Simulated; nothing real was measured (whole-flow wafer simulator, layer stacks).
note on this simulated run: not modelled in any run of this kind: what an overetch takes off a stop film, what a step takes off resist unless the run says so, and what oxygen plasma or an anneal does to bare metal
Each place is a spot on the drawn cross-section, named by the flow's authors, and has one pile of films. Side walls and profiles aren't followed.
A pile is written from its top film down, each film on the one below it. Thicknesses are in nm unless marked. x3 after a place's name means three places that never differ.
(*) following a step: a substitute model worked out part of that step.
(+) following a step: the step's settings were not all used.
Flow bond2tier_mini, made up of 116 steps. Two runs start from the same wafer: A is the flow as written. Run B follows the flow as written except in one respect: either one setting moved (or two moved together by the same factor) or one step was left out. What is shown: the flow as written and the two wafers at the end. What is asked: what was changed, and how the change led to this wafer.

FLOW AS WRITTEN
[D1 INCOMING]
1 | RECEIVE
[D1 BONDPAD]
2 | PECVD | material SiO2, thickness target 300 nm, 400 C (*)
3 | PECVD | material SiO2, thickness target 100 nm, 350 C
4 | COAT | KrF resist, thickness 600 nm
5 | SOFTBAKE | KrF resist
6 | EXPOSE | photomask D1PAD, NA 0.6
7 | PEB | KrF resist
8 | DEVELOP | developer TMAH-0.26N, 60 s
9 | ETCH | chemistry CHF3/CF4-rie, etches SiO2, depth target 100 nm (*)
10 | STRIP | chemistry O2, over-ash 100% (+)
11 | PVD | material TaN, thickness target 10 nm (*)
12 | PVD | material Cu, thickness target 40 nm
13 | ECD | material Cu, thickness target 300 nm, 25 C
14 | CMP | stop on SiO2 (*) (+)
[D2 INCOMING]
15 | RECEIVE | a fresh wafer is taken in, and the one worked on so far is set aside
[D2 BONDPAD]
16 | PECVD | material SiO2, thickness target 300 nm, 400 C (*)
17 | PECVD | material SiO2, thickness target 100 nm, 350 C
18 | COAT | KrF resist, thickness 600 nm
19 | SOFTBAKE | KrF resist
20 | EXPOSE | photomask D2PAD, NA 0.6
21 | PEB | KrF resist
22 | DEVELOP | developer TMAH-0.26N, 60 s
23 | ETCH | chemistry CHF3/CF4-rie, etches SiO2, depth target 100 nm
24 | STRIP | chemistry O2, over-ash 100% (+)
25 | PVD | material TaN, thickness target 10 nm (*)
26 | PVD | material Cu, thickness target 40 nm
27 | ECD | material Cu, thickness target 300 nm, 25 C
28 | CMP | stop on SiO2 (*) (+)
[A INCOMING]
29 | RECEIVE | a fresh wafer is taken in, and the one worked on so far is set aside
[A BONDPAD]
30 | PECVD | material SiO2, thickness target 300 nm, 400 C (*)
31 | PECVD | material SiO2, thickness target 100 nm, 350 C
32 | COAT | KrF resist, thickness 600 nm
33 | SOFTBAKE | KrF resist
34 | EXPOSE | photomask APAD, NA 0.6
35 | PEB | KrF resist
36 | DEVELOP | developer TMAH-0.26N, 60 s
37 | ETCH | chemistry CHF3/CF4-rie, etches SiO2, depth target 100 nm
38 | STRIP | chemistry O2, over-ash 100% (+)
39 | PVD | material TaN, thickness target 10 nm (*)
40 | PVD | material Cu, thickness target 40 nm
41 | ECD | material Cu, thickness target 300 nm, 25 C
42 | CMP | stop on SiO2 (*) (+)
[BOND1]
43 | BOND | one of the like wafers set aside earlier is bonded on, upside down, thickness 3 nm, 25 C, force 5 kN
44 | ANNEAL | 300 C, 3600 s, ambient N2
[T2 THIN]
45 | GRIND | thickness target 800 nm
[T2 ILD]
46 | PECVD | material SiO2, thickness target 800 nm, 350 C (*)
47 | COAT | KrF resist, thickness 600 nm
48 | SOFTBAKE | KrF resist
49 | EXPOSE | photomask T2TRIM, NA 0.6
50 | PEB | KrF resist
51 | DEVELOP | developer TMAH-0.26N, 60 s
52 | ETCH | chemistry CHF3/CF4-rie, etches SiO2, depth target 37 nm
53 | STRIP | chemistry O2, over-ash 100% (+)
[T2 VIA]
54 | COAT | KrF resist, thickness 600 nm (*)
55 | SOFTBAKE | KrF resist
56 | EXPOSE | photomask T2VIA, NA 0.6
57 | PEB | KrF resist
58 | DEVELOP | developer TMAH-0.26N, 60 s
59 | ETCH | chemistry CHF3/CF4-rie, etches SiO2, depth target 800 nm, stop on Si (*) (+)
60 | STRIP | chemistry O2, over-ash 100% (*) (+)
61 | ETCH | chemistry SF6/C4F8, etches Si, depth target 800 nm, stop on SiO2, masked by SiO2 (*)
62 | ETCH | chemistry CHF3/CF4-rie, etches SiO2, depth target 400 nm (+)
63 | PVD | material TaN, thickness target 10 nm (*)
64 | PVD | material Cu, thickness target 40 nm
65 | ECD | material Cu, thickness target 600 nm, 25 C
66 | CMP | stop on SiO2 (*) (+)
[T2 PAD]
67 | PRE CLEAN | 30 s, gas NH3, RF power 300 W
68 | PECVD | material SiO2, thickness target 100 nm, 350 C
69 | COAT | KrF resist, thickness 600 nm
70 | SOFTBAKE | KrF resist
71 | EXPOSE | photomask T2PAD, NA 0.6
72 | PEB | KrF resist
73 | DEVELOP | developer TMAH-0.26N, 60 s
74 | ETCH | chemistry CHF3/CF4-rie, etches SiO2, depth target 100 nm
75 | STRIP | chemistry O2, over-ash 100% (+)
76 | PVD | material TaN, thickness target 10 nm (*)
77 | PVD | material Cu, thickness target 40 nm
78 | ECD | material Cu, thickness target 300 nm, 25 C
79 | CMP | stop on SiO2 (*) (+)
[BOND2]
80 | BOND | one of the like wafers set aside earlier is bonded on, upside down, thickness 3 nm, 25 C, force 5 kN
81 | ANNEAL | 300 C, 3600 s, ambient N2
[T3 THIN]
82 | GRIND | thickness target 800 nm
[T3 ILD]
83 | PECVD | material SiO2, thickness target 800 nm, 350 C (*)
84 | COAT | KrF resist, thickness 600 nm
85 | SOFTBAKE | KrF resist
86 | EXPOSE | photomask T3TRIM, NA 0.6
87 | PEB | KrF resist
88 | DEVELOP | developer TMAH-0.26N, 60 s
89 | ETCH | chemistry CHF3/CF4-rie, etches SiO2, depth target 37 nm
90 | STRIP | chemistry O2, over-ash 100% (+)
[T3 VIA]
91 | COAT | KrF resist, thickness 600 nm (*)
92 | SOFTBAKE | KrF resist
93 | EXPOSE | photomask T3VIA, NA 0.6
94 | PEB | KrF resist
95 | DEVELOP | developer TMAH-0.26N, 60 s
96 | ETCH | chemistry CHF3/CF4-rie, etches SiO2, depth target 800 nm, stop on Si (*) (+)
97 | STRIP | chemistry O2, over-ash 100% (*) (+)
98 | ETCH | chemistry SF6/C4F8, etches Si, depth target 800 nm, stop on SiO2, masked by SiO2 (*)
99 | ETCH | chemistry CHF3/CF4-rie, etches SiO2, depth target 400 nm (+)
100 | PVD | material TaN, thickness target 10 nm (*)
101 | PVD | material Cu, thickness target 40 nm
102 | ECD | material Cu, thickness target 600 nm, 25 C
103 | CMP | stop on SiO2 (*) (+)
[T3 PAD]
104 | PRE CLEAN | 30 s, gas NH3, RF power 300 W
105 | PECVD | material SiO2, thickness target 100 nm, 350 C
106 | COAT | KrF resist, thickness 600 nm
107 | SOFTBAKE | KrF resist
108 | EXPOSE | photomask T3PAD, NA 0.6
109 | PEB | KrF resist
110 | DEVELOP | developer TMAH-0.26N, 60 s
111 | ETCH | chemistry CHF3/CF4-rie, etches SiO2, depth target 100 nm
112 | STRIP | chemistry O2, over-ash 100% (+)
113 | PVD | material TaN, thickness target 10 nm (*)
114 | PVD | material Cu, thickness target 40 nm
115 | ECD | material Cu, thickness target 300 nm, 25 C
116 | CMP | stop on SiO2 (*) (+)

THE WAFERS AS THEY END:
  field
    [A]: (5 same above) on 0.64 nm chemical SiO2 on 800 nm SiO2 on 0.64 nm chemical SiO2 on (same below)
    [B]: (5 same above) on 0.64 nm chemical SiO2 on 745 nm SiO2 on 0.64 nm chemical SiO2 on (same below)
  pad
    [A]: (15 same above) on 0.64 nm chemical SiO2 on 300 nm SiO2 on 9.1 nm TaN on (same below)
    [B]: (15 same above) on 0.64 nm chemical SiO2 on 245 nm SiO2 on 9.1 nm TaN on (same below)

Cause: step 3, PECVD: thickness target 45 nm was run, though the flow has thickness target 100 nm.

How this came from the change, step by step:
  3 | PECVD | material SiO2, thickness target 100 nm, 350 C
      field, pad, via: A SiO2 gains 100 | B SiO2 gains 45
  43 | BOND | one of the like wafers set aside earlier is bonded on, upside down, thickness 3 nm, 25 C, force 5 kN
      field: A Si gains 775 um (new film), chemical SiO2 gains 0.64 (new film), SiO2 gains 400 | B Si gains 775 um (new film), chemical SiO2 gains 0.64 (new film), SiO2 gains 345
      pad: A Si gains 775 um (new film), chemical SiO2 gains 0.64 (new film), SiO2 gains 300 (new film), TaN gains 9.1 (new film), Cu gains 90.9 | B Si gains 775 um (new film), chemical SiO2 gains 0.64 (new film), SiO2 gains 245 (new film), TaN gains 9.1 (new film), Cu gains 90.9
      (as well as at 1 more place)
